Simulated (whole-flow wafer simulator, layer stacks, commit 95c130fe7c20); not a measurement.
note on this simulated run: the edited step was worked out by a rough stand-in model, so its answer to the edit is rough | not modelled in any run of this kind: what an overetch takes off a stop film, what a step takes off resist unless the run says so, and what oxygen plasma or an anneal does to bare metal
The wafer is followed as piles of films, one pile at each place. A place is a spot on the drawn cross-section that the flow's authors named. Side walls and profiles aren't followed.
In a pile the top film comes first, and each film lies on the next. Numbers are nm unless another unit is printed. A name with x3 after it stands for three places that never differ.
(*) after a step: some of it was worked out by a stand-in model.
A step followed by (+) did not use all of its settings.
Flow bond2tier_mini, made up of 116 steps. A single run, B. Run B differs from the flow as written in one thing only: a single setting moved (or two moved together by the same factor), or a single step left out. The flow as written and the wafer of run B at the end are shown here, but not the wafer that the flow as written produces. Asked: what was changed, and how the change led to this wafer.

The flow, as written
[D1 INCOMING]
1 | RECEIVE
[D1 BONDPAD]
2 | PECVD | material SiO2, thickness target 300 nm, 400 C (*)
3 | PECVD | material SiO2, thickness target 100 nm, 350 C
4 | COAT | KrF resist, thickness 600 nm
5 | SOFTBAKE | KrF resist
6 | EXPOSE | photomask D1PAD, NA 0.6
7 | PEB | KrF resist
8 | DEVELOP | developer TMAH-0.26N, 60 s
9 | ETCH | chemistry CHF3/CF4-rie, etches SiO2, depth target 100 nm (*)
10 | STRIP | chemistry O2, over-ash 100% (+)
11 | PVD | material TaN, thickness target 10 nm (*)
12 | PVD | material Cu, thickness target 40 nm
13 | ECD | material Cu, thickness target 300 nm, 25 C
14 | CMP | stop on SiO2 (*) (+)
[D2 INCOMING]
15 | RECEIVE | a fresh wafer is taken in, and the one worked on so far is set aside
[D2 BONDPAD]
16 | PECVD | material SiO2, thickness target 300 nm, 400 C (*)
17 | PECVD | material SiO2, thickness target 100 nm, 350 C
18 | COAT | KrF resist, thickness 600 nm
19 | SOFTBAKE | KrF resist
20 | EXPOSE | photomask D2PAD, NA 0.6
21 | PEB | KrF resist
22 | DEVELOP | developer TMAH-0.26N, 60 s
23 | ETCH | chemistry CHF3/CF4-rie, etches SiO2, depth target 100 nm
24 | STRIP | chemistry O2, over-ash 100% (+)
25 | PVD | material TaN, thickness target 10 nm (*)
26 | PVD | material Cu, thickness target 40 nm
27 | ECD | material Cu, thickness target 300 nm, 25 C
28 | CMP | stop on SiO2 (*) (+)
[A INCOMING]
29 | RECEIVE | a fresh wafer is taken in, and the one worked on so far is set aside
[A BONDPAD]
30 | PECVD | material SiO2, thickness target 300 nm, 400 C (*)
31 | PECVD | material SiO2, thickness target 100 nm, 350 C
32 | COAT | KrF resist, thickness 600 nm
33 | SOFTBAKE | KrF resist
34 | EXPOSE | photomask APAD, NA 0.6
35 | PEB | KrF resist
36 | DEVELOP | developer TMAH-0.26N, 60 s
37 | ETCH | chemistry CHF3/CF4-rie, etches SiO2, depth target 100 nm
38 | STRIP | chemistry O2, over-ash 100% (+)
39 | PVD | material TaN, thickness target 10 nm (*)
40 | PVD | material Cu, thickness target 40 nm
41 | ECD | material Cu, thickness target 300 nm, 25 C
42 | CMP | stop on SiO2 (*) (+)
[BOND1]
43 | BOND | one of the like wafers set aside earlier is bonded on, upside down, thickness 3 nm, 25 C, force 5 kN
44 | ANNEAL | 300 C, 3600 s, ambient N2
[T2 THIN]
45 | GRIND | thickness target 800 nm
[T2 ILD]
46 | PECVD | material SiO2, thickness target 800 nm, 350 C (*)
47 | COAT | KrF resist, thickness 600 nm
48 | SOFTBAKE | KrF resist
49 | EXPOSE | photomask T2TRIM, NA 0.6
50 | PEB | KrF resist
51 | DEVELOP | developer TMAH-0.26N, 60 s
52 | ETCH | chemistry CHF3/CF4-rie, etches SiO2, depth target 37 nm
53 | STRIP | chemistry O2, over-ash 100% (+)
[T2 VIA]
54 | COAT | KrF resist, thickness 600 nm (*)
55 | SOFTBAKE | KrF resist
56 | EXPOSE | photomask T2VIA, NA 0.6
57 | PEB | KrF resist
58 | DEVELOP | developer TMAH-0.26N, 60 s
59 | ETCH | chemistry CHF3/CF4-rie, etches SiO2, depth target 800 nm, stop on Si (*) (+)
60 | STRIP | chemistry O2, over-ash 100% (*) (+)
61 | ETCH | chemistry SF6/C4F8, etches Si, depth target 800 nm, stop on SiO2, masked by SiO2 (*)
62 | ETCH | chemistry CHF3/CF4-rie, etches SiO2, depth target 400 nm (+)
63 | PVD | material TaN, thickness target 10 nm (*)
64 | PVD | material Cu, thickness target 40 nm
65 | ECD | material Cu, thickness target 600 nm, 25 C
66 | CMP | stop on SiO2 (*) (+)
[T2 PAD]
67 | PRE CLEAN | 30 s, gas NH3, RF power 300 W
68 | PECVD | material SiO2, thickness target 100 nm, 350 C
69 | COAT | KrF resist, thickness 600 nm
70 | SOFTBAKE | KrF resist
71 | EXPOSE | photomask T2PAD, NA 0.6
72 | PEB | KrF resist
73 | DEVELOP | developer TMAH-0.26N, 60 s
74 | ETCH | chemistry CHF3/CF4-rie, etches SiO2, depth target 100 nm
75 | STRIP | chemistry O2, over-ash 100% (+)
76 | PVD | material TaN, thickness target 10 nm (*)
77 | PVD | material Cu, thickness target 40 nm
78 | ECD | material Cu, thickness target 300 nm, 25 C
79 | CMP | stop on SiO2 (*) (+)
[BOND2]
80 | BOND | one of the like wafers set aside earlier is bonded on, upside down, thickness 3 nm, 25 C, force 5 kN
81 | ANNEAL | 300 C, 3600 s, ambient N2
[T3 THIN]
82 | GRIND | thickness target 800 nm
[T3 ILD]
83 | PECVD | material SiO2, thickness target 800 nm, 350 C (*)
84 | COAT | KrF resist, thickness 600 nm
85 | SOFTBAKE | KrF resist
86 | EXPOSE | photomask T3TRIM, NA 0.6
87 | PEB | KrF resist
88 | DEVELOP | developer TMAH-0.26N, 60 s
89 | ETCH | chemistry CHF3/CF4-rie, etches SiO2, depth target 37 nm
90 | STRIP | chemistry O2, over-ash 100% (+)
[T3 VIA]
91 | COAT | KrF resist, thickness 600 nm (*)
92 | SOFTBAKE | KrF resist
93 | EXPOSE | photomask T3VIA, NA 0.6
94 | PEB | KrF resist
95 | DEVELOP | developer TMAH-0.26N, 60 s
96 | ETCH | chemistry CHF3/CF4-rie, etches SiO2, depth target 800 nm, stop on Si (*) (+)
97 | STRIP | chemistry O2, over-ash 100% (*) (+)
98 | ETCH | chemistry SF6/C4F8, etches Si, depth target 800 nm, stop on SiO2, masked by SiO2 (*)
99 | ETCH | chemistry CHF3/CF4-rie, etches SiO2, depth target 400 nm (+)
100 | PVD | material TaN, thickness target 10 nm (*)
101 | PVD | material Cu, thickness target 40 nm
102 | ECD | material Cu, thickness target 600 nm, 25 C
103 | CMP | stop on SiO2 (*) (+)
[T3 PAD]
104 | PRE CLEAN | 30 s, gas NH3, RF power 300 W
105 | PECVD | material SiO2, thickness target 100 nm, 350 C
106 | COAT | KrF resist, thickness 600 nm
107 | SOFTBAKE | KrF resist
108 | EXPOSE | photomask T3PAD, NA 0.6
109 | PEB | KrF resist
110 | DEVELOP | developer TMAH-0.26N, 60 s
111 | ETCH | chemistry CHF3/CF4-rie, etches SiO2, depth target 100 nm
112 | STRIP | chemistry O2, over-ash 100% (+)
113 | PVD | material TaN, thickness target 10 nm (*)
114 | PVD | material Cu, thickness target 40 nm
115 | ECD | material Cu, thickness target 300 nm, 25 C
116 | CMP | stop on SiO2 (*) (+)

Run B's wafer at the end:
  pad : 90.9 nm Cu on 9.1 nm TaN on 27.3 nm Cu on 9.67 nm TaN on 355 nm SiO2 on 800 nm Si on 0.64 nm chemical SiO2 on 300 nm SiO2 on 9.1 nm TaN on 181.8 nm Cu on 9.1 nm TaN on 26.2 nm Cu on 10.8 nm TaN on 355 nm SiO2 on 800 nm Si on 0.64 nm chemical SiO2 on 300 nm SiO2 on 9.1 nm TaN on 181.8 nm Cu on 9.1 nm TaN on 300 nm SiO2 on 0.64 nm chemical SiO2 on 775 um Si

The reason: step 63, PVD: thickness target 11.2 nm was run, whereas the flow has thickness target 10 nm.

The path from the change to this, step by step:
  63 | PVD | material TaN, thickness target 10 nm (*)
      field: +11.2 TaN (new film) (as written it would have been: +10 TaN (new film))
      pad: +10.8 TaN (new film) (as written it would have been: +9.67 TaN (new film))
  66 | CMP | stop on SiO2 (*) (+)
      field: -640 Cu (all of it), -11.2 TaN (all of it) (as written it would have been: -640 Cu (all of it), -10 TaN (all of it))
